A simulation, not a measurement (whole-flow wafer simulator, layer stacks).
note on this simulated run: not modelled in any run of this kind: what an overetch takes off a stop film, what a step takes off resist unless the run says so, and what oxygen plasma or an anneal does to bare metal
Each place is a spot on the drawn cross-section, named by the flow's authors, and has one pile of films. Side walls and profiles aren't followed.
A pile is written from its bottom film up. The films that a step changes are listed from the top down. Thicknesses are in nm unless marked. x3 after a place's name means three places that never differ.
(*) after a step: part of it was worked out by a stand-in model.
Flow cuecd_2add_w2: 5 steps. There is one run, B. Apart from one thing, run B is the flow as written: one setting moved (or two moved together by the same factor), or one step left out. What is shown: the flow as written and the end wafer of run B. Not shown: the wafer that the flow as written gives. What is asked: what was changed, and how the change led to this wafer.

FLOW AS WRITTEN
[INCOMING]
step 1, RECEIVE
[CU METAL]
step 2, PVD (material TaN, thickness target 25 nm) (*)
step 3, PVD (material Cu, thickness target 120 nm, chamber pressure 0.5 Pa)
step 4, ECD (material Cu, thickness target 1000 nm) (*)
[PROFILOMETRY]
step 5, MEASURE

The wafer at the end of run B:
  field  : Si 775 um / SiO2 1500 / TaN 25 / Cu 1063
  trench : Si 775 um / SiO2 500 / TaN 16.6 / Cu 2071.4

What caused this: step 3, PVD: thickness target 63 nm was run, while the flow as written has thickness target 120 nm.

The path from the change to this, step by step:
  step 3, PVD (material Cu, thickness target 120 nm, chamber pressure 0.5 Pa)
      field: Cu gains 63 (new film) (in the flow as written it would be: Cu gains 120 (new film))
      trench: Cu gains 42.6 (new film) (in the flow as written it would be: Cu gains 80.8 (new film))
